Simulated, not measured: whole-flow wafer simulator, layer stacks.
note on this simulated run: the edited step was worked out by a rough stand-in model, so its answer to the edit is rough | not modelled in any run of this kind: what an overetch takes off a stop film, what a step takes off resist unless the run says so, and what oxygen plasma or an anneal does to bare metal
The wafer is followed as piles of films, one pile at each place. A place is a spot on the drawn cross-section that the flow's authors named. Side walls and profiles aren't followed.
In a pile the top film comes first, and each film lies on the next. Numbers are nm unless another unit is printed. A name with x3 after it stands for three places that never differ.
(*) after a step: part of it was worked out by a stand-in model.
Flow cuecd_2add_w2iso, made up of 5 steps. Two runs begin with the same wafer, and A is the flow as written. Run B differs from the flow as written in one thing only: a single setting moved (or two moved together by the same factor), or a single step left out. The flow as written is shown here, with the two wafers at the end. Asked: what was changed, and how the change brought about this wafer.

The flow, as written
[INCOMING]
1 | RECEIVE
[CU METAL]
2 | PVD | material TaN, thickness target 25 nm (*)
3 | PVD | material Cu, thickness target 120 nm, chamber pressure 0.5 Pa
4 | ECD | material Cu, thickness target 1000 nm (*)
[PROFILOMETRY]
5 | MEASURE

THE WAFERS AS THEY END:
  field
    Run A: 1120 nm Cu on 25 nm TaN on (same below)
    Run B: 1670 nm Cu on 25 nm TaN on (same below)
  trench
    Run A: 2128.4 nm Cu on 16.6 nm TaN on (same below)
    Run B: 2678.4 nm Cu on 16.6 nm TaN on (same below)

The reason: step 4, ECD: thickness target 1550 nm was run, whereas the flow has thickness target 1000 nm.

How this came from the change, step by step:
  4 | ECD | material Cu, thickness target 1000 nm (*)
      field: A +1000 Cu | B +1550 Cu
      trench: A +2047.6 Cu | B +2597.6 Cu
